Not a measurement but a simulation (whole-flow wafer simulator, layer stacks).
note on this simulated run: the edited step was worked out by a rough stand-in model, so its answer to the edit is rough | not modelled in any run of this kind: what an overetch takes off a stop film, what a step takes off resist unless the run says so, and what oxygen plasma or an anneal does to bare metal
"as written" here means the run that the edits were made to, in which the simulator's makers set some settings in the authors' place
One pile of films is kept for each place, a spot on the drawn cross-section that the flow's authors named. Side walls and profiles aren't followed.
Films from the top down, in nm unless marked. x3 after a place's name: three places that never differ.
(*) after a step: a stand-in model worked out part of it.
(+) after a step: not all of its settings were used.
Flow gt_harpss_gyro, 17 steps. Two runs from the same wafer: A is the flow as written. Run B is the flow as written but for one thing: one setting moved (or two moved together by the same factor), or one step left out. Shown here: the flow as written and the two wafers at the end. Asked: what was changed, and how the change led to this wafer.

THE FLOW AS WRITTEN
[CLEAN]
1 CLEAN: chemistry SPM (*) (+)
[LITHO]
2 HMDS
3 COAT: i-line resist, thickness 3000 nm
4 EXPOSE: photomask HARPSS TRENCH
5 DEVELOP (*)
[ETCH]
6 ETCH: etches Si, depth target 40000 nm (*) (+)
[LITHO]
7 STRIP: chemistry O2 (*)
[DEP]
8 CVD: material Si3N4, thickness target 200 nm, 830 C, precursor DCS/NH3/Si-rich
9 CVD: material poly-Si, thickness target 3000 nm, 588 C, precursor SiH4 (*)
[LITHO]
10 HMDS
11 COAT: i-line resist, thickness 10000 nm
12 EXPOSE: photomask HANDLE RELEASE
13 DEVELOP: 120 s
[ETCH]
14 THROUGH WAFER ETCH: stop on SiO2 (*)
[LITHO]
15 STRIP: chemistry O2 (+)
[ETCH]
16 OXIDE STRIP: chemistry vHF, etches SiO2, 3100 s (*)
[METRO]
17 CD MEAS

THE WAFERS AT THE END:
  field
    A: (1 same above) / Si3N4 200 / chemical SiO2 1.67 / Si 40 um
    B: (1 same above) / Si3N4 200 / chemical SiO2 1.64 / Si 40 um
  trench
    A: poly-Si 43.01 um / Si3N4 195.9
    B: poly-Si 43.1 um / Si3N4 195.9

The cause: step 6, ETCH: depth target 54000 nm was run, where the flow has depth target 40000 nm.

How the change led to this, step by step:
  6 ETCH: etches Si, depth target 40000 nm (*) (+)
      trench: A chemical SiO2 -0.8 (all of it), Si -40 um (all of it) | B chemical SiO2 -0.8 (all of it), Si -40 um (all of it), SiO2 -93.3
      field: A i-line resist -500 | B i-line resist -675
  7 STRIP: chemistry O2 (*)
      field: A i-line resist -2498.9 (all of it), chemical SiO2 +0.87, Si -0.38 | B i-line resist -2323.9 (all of it), chemical SiO2 +0.84, Si -0.37
  9 CVD: material poly-Si, thickness target 3000 nm, 588 C, precursor SiH4 (*)
      trench: A poly-Si +43.01 um (new film) | B poly-Si +43.1 um (new film)
  16 OXIDE STRIP: chemistry vHF, etches SiO2, 3100 s (*)
      trench: A under 2 films: SiO2 -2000 (all of it) | B under 2 films: SiO2 -1906.7 (all of it)
